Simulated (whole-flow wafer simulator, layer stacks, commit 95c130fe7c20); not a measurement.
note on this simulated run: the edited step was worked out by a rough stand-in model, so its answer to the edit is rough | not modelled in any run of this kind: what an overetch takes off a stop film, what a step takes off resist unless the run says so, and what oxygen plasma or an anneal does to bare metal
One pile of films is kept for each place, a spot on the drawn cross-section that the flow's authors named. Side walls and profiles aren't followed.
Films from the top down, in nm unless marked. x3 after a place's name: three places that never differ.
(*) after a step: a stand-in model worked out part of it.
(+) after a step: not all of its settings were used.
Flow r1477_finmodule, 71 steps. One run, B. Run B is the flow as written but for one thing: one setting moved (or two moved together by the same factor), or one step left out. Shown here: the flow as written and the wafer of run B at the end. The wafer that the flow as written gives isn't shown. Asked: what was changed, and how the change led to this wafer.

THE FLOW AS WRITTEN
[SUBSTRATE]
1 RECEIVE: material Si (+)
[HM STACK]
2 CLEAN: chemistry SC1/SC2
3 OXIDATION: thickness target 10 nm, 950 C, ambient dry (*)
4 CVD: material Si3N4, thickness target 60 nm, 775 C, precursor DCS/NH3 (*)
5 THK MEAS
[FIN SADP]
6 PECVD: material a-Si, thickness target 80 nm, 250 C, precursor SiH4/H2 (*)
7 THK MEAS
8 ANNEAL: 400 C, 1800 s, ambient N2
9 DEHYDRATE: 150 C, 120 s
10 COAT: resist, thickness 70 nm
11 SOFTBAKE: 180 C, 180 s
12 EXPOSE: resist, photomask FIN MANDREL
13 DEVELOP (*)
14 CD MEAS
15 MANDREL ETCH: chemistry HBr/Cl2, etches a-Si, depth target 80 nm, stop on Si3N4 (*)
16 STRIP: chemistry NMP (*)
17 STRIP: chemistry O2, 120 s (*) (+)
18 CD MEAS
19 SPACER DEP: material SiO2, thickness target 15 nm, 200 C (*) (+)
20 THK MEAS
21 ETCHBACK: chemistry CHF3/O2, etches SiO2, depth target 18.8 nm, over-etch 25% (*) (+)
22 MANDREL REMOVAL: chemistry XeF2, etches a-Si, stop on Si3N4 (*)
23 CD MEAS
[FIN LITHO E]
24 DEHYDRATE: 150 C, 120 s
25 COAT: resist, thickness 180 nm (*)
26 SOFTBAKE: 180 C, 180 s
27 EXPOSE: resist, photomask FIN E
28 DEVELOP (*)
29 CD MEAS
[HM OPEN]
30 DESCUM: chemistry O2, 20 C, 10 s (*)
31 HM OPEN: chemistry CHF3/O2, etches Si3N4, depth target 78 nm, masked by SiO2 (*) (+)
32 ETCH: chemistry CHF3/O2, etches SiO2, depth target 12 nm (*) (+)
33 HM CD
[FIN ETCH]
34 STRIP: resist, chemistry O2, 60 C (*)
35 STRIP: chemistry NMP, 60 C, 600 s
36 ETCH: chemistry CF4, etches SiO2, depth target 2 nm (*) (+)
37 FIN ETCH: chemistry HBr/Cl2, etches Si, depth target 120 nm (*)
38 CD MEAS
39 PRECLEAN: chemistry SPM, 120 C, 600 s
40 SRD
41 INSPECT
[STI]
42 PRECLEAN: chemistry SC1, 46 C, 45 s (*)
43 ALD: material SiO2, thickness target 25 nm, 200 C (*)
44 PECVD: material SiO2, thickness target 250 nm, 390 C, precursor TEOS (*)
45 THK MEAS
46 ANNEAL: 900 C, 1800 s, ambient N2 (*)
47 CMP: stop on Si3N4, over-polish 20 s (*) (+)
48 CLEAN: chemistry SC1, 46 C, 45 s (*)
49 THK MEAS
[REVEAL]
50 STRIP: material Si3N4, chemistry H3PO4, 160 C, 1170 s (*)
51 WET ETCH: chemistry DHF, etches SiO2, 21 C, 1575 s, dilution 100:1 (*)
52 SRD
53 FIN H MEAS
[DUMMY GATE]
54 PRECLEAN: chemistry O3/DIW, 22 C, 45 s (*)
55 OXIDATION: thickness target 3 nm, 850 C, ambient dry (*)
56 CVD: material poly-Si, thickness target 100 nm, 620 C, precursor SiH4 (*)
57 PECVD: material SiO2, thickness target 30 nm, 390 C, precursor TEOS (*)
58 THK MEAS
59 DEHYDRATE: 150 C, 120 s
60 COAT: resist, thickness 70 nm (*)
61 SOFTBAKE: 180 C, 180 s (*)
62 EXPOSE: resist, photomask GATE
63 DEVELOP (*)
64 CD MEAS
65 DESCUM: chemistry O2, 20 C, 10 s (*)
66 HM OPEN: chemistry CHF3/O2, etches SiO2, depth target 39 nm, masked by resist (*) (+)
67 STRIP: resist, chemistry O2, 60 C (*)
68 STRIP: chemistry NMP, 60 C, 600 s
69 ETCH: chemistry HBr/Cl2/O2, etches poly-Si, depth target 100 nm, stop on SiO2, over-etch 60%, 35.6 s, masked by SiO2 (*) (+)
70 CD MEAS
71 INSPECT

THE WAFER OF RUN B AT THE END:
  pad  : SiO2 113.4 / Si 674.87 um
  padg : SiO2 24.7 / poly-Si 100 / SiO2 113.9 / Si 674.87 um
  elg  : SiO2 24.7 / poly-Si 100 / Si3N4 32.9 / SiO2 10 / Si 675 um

The cause: step 51, WET ETCH: 17.79 C was run, where the flow has 21 C.

How the change led to this, step by step:
  51 WET ETCH: chemistry DHF, etches SiO2, 21 C, 1575 s, dilution 100:1 (*)
      pad, padg, e40sg and 12 more: SiO2 -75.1 (as written it would be: SiO2 -85.7)
      elg, e40lg, e100lg, e200lg, elo, e40lo, e100lo, e200lo: SiO2 -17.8 (all of it), Si3N4 -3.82 (as written it would be: SiO2 -17.8 (all of it), Si3N4 -4.97)
      (and at 7 more places)
  56 CVD: material poly-Si, thickness target 100 nm, 620 C, precursor SiH4 (*)
      s40cg, s40co: poly-Si +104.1 (new film) (as written it would be: poly-Si +113.9 (new film))
      s45cg, s45co: poly-Si +103.6 (new film) (as written it would be: poly-Si +113.4 (new film))
      (and at 3 more places)
  60 COAT: resist, thickness 70 nm (*)
      e40sg, eso, e40so: resist +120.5 (new film) (as written it would be: resist +129.5 (new film))
      e100sg, e100so: resist +120.4 (new film) (as written it would be: resist +129.4 (new film))
      (and at 8 more places)
  63 DEVELOP (*)
      eso, e40so: resist -120.5 (all of it) (as written it would be: resist -129.5 (all of it))
      e100so: resist -120.4 (all of it) (as written it would be: resist -129.4 (all of it))
      (and at 4 more places)
  67 STRIP: resist, chemistry O2, 60 C (*)
      e40sg: resist -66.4 (all of it) (as written it would be: resist -75.4 (all of it))
      e100sg: resist -66.3 (all of it) (as written it would be: resist -75.3 (all of it))
      (and at 4 more places)
  69 ETCH: chemistry HBr/Cl2/O2, etches poly-Si, depth target 100 nm, stop on SiO2, over-etch 60%, 35.6 s, masked by SiO2 (*) (+)
      s40co: chemical SiO2 -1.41 (all of it), poly-Si -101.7 (all of it), SiO2 -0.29 (as written it would be: chemical SiO2 -1.46 (all of it), poly-Si -111.5 (all of it), SiO2 -0.24)
      s45co: chemical SiO2 -1.41 (all of it), poly-Si -101.1 (all of it), SiO2 -0.29 (as written it would be: chemical SiO2 -1.46 (all of it), poly-Si -110.9 (all of it), SiO2 -0.25)
      (and at 1 more place)
